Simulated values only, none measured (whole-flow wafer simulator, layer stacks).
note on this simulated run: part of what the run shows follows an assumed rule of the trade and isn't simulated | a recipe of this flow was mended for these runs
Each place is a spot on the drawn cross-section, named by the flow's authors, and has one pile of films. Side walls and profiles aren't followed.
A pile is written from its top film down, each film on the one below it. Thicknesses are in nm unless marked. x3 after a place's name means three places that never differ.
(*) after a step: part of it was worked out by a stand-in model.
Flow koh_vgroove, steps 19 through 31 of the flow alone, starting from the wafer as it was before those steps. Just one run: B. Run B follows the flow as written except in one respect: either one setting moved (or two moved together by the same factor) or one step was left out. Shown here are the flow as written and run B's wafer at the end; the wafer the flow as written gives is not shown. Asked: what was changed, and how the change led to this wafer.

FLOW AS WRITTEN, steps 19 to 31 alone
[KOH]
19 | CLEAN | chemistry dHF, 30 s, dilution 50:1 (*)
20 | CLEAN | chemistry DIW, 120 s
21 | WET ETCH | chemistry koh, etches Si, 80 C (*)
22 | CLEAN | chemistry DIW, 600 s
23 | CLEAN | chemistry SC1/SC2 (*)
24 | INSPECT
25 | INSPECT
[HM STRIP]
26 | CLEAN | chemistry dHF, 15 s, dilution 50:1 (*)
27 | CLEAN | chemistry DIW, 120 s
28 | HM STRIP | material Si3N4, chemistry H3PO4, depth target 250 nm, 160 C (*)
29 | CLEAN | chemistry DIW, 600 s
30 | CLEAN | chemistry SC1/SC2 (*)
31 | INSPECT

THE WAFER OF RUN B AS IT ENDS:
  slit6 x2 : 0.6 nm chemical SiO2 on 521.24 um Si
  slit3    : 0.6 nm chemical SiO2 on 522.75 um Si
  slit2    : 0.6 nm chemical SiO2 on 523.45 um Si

Cause: step 26, CLEAN: chemistry dHF, 15 s, dilution 50:1 (*), was omitted.

The path from the change to this, step by step:
  28 | HM STRIP | material Si3N4, chemistry H3PO4, depth target 250 nm, 160 C (*)
      slit3, slit2, slit6 x2: -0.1 chemical SiO2, -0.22 Si (in the flow as written it would be: +0.5 chemical SiO2 (new film), -12.7 Si)
